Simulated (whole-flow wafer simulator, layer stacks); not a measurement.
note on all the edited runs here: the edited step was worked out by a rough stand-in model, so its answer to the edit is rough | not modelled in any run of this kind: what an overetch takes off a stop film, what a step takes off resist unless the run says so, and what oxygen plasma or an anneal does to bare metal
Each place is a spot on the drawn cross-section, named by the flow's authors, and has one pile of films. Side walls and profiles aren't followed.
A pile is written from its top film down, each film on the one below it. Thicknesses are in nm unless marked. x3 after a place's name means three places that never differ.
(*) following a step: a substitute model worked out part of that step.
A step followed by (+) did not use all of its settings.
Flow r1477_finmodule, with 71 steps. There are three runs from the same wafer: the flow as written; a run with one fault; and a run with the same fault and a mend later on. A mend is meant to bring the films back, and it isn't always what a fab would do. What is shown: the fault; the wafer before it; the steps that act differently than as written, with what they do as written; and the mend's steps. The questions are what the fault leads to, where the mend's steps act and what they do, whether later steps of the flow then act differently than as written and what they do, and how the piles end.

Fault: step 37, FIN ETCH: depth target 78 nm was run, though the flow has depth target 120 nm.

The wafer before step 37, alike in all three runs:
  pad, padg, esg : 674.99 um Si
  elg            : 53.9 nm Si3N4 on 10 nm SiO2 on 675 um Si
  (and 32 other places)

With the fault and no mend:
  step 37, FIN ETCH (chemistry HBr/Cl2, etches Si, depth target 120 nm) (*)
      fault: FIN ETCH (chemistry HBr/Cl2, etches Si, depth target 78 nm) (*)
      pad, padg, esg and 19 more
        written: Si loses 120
        fault: Si loses 78
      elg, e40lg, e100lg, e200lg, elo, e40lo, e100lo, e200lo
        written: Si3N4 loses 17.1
        fault: Si3N4 loses 11.1
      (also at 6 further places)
  Steps further on in the flow that do not act as written (3 more steps, not shown, differ only slightly: by at most 2% or 0.5 nm, whichever is larger):
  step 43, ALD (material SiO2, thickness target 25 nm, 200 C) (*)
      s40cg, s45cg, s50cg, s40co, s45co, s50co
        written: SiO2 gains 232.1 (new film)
        fault: SiO2 gains 193.3 (new film)
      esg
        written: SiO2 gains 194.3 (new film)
        fault: SiO2 gains 158.3 (new film)
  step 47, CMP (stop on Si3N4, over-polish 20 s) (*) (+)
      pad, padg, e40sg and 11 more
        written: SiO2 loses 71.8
        fault: SiO2 loses 113.8
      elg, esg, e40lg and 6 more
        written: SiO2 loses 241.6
        fault: SiO2 loses 247.6
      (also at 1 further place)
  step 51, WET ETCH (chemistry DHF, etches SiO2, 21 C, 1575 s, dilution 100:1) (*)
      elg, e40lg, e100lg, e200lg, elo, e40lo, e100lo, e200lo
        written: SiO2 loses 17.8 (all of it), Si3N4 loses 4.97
        fault: SiO2 loses 11.8 (all of it), Si3N4 loses 5.46
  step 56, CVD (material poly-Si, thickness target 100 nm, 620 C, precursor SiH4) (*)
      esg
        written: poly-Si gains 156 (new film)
        fault: poly-Si gains 161.5 (new film)
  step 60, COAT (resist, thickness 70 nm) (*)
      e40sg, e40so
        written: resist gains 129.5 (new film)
        fault: resist gains 134.7 (new film)
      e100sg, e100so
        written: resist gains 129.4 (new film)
        fault: resist gains 134.6 (new film)
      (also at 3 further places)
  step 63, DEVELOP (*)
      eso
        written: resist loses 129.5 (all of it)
        fault: resist loses 134.6 (all of it)
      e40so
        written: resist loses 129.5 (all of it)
        fault: resist loses 134.7 (all of it)
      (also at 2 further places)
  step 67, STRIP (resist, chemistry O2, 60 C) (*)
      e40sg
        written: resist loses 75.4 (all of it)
        fault: resist loses 80.5 (all of it)
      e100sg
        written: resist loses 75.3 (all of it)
        fault: resist loses 80.5 (all of it)
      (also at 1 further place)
  At pad, padg, elg and 27 more, the piles at the end differ from the flow's by more than 2% or 0.5 nm, whichever is larger.
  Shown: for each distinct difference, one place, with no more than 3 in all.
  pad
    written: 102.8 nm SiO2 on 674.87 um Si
    fault: 60.9 nm SiO2 on 674.91 um Si
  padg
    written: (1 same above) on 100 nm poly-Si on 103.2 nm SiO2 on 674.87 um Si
    fault: (1 same above) on 100 nm poly-Si on 61.4 nm SiO2 on 674.91 um Si
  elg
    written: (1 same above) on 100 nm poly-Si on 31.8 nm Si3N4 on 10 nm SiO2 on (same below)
    fault: (1 same above) on 100 nm poly-Si on 37.3 nm Si3N4 on 10 nm SiO2 on (same below)

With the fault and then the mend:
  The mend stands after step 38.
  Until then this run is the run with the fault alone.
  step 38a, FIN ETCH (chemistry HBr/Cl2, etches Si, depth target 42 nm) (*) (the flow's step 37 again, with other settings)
      pad, padg, esg and 19 more
        Si loses 42
      elg, e40lg, e100lg, e200lg, elo, e40lo, e100lo, e200lo
        Si3N4 loses 6
      s40sg_line, s45sg_line, s50sg_line, s40so_line, s45so_line, s50so_line
        SiO2 loses 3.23
  Every later step of the flow that is run acts as written at every place that is followed.
  By the end, the piles equal the flow's at every place that both follow.
